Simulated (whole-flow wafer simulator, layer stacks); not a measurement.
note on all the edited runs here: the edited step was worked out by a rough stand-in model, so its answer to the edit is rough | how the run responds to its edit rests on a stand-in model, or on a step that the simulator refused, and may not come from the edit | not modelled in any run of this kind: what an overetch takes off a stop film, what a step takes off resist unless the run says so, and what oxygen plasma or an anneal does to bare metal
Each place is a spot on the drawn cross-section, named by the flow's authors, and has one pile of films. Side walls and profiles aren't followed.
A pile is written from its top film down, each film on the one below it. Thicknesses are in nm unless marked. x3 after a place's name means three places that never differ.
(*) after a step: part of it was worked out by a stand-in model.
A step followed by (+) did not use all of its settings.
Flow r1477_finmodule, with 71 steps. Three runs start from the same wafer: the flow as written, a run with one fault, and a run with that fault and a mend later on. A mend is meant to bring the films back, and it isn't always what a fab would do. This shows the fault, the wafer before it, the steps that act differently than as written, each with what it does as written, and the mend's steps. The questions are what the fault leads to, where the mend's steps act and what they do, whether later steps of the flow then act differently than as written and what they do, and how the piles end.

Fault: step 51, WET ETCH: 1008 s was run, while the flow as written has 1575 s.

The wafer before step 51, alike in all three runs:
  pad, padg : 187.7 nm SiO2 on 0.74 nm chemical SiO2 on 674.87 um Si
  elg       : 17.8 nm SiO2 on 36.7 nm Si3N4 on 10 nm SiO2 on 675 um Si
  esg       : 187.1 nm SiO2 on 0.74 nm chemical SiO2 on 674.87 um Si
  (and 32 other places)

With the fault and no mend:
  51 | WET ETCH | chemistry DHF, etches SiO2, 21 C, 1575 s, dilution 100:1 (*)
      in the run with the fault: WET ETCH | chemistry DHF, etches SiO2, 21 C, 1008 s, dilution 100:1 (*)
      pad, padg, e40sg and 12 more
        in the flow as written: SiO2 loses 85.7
        in the run with the fault: SiO2 loses 54.8
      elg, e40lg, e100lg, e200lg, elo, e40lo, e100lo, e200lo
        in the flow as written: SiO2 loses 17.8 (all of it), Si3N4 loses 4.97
        in the run with the fault: SiO2 loses 17.8 (all of it), Si3N4 loses 2.66
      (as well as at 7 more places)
  Steps further on in the flow that do not act as written (not shown: 1 more step that differs only slightly, by at most 2% or 0.5 nm, whichever is larger):
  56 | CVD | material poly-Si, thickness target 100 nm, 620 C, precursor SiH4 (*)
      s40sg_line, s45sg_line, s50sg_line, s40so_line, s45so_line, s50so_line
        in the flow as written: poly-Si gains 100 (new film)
        in the run with the fault: poly-Si gains 108.3 (new film)
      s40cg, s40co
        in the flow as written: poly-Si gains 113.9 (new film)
        in the run with the fault: poly-Si gains 100 (new film)
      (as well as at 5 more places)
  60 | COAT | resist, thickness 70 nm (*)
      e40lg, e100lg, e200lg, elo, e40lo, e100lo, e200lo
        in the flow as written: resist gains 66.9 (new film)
        in the run with the fault: resist gains 68.3 (new film)
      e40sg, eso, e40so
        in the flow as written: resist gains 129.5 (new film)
        in the run with the fault: resist gains 102.4 (new film)
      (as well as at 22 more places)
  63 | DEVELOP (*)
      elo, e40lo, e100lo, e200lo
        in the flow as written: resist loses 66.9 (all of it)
        in the run with the fault: resist loses 68.3 (all of it)
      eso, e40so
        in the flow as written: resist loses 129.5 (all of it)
        in the run with the fault: resist loses 102.4 (all of it)
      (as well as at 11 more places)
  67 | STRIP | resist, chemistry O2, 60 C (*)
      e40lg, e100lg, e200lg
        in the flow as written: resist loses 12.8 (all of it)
        in the run with the fault: resist loses 14.2 (all of it)
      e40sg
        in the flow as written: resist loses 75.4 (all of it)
        in the run with the fault: resist loses 48.3 (all of it)
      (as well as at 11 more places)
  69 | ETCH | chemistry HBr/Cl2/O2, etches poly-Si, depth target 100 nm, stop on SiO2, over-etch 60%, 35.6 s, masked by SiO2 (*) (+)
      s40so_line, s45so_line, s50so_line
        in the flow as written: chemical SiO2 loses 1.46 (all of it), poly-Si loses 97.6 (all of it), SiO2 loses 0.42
        in the run with the fault: chemical SiO2 loses 1.3 (all of it), poly-Si loses 105.9 (all of it), SiO2 loses 0.27
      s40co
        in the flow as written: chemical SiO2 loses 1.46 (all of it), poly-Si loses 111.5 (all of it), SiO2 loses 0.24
        in the run with the fault: chemical SiO2 loses 1.3 (all of it), poly-Si loses 97.6 (all of it), SiO2 loses 0.42
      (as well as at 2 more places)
  The piles end different from the flow's at pad, padg, elg and 30 more by more than 2% or 0.5 nm, whichever is larger.
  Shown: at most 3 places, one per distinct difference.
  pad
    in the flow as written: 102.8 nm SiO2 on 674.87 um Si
    in the run with the fault: 133.6 nm SiO2 on 674.87 um Si
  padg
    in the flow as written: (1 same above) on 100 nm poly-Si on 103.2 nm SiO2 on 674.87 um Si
    in the run with the fault: (1 same above) on 100 nm poly-Si on 134 nm SiO2 on 674.87 um Si
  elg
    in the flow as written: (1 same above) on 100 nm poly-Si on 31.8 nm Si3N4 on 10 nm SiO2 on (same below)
    in the run with the fault: (1 same above) on 100 nm poly-Si on 34.1 nm Si3N4 on 10 nm SiO2 on (same below)

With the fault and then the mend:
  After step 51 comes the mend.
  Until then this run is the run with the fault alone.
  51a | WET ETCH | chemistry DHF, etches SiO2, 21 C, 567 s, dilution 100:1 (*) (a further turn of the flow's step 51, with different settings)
      pad, padg, e40sg and 12 more
        SiO2 loses 30.8
      elg, e40lg, e100lg, e200lg, elo, e40lo, e100lo, e200lo
        Si3N4 loses 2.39
      esg, s40cg, s45cg, s50cg, s40co, s45co, s50co
        SiO2 loses 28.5
  None of the later steps of the flow differs from how it acts as written, at any place that is followed, by more than 2% or 0.5 nm, whichever is larger.
  The piles end only slightly different from the flow's at the places that both follow, by no more than 2% or 0.5 nm, whichever is larger.
